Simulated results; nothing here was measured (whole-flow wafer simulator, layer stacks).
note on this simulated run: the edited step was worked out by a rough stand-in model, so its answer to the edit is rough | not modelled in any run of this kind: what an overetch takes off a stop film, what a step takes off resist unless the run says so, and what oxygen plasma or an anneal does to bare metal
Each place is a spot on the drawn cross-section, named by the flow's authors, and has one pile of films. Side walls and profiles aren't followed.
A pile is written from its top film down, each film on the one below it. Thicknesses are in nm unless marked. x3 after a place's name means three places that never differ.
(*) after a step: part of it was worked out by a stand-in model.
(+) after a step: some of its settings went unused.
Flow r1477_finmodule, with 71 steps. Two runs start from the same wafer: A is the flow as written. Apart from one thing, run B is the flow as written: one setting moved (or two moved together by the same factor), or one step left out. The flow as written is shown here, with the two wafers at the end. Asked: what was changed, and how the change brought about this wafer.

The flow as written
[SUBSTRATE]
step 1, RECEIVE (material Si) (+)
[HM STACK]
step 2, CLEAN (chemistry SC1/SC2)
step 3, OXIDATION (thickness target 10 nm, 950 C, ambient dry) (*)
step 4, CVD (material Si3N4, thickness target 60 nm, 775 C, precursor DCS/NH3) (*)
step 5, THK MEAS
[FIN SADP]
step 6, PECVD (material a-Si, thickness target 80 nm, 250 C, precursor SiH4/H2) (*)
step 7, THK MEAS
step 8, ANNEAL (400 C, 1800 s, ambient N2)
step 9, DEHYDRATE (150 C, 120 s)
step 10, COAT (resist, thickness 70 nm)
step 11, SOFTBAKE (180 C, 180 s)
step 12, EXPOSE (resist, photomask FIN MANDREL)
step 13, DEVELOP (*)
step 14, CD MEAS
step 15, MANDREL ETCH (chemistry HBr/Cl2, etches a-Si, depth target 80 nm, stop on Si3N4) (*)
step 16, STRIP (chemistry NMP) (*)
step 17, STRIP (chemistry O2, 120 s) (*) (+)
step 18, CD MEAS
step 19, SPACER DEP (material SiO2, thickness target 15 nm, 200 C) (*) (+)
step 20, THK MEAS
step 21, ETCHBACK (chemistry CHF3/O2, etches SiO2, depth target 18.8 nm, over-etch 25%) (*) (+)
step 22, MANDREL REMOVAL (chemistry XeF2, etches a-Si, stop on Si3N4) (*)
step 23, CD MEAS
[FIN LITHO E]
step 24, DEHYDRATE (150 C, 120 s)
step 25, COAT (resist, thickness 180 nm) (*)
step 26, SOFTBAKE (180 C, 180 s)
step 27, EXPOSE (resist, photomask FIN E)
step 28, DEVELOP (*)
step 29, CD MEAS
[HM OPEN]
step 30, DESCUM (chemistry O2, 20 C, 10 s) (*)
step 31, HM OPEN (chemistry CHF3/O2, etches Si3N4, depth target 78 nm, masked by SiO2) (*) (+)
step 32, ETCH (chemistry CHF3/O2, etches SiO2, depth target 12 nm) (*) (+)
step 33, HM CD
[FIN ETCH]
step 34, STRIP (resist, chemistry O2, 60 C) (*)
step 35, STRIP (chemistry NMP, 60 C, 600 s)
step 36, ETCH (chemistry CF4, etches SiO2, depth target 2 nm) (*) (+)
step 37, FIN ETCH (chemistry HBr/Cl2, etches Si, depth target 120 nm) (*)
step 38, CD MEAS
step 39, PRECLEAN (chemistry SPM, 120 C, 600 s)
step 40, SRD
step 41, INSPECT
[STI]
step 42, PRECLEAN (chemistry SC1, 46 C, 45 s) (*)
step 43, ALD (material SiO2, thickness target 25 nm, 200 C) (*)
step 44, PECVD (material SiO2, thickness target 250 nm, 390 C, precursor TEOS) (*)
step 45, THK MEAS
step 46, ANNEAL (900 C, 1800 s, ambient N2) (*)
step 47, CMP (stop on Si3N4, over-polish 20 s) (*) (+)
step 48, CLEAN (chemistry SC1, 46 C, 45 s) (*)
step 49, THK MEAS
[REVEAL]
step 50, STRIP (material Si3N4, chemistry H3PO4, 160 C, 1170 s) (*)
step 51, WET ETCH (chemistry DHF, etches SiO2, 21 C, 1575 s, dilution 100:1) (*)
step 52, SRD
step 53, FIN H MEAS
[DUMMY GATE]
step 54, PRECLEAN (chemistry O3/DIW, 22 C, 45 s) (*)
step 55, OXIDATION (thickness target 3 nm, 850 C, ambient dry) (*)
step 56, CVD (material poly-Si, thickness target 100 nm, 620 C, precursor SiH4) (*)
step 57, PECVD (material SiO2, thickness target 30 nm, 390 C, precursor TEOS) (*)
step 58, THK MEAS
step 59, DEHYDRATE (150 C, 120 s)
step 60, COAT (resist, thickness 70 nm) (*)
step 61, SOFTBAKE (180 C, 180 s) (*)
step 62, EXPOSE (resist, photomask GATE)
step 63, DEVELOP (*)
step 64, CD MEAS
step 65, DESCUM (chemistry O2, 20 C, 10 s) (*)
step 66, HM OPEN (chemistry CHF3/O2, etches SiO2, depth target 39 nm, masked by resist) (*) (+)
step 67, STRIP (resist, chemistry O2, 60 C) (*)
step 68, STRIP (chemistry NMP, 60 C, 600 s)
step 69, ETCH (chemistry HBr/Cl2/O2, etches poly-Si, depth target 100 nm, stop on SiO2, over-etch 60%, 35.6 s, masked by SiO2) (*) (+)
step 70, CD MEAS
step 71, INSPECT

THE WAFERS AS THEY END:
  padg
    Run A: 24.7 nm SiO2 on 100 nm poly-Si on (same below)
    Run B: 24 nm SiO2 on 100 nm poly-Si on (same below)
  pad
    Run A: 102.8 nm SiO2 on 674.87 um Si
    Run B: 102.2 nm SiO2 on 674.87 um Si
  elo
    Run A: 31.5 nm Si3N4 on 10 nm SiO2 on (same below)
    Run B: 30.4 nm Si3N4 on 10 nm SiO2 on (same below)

Cause: step 69, ETCH: depth target 112.5 nm was run, though the flow has depth target 100 nm; step 69, ETCH: 40.1 s was run, where the flow has 35.6 s.

Step by step, how the change led to this:
  step 69, ETCH (chemistry HBr/Cl2/O2, etches poly-Si, depth target 100 nm, stop on SiO2, over-etch 60%, 35.6 s, masked by SiO2) (*) (+)
      padg, elg, esg and 15 more: A SiO2 loses 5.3 | B SiO2 loses 5.96
      pad, eso, e40so and 8 more: A chemical SiO2 loses 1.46 (all of it), poly-Si loses 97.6 (all of it), SiO2 loses 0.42 | B chemical SiO2 loses 1.46 (all of it), poly-Si loses 97.6 (all of it), SiO2 loses 1.08
      (as well as at 4 more places)
